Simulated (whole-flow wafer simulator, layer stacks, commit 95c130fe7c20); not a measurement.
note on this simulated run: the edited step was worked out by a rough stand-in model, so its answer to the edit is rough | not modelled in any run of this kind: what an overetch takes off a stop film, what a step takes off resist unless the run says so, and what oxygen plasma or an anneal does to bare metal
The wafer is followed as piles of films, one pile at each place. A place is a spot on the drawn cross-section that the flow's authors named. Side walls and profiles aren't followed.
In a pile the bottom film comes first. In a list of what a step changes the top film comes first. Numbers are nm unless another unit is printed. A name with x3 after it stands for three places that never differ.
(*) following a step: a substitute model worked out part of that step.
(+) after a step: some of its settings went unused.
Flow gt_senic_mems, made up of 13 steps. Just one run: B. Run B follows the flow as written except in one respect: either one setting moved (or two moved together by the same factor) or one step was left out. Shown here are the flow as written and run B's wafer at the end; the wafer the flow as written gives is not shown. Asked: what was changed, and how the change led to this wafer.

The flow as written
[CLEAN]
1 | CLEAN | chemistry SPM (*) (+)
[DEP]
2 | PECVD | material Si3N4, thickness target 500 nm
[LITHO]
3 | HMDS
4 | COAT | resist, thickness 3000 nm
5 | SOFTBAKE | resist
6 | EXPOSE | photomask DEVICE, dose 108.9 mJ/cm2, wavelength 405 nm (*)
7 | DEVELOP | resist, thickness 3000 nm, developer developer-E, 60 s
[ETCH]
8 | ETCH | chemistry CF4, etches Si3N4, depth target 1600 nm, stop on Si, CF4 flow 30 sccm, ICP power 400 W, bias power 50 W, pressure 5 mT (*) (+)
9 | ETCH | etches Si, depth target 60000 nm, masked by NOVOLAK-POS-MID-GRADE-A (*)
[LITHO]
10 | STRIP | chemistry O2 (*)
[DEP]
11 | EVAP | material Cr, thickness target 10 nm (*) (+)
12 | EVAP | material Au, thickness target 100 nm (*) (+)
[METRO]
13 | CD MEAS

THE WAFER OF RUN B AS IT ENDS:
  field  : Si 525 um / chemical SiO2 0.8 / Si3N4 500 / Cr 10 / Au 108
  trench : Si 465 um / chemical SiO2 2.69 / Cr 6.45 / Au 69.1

What caused this: step 12, EVAP: thickness target 108 nm was run, while the flow as written has thickness target 100 nm.
The wafer lets one read it off: field has Au 108, and step 12 as written asks for 100 nm.

Step by step, how the change led to this:
  12 | EVAP | material Au, thickness target 100 nm (*) (+)
      field: +108 Au (new film) (in the flow as written it would be: +100 Au (new film))
      trench: +69.1 Au (new film) (in the flow as written it would be: +64.1 Au (new film))
